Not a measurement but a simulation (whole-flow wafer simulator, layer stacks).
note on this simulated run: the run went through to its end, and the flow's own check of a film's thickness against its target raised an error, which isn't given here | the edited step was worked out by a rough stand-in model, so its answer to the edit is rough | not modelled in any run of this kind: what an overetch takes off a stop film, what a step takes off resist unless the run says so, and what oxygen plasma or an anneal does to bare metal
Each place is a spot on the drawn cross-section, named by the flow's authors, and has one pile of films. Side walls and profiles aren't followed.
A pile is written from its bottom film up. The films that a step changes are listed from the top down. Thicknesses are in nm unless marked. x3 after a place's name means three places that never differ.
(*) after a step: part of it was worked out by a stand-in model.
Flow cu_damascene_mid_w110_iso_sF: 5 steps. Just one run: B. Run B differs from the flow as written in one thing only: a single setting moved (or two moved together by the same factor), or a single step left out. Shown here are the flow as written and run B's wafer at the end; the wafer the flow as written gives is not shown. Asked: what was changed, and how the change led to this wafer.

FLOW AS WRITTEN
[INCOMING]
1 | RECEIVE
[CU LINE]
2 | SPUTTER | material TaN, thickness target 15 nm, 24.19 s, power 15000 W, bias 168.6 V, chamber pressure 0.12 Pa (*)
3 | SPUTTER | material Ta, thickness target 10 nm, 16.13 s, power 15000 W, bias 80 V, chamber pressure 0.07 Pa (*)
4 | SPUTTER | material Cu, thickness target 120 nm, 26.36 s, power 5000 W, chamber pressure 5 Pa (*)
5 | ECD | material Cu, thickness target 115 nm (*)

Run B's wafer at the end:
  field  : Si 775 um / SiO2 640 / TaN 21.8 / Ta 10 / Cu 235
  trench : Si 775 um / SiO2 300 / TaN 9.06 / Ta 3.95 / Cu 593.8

Cause: step 2, SPUTTER: thickness target 21.8 nm was run, whereas the flow has thickness target 15 nm; step 2, SPUTTER: 35.08 s was run, where the flow has 24.19 s.
The wafer lets one read it off: field has TaN 21.8, and step 2 as written asks for 15 nm.

How this came from the change, step by step:
  2 | SPUTTER | material TaN, thickness target 15 nm, 24.19 s, power 15000 W, bias 168.6 V, chamber pressure 0.12 Pa (*)
      field: +21.8 TaN (new film) (in the flow as written it would be: +15 TaN (new film))
      trench: +9.06 TaN (new film) (in the flow as written it would be: +6.23 TaN (new film))
  4 | SPUTTER | material Cu, thickness target 120 nm, 26.36 s, power 5000 W, chamber pressure 5 Pa (*)
      trench: +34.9 Cu (new film) (in the flow as written it would be: +35.7 Cu (new film))
